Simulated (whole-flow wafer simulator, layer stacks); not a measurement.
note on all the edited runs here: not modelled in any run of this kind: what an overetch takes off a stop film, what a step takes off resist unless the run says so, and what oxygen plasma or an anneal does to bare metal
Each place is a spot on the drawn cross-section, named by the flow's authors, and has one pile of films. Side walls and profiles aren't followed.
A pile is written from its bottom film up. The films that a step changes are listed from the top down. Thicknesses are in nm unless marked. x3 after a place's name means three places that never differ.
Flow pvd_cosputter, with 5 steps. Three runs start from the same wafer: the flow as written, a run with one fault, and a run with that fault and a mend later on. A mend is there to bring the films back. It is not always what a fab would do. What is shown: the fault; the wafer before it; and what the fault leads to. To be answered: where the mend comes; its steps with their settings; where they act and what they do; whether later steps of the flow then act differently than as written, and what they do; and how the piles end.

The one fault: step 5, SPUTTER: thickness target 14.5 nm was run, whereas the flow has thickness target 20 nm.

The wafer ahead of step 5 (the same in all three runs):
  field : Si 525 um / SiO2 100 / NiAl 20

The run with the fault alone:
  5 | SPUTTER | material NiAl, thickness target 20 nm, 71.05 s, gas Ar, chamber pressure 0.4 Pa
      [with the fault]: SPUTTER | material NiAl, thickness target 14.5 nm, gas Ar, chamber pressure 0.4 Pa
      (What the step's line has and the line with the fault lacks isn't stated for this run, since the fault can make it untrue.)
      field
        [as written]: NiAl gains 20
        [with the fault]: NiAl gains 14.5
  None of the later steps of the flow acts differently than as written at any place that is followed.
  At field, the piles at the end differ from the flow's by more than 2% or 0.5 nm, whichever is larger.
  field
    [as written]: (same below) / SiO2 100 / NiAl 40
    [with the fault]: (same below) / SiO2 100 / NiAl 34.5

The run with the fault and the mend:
  The mend follows step 5.
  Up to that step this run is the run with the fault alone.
  5a | SPUTTER | material NiAl, thickness target 5.5 nm, gas Ar, chamber pressure 0.4 Pa (the flow's step 5 again, with other settings)
      field
        NiAl gains 5.5
  None of the later steps of the flow acts differently than as written at any place that is followed.
  By the end, the piles equal the flow's at every place that both follow.
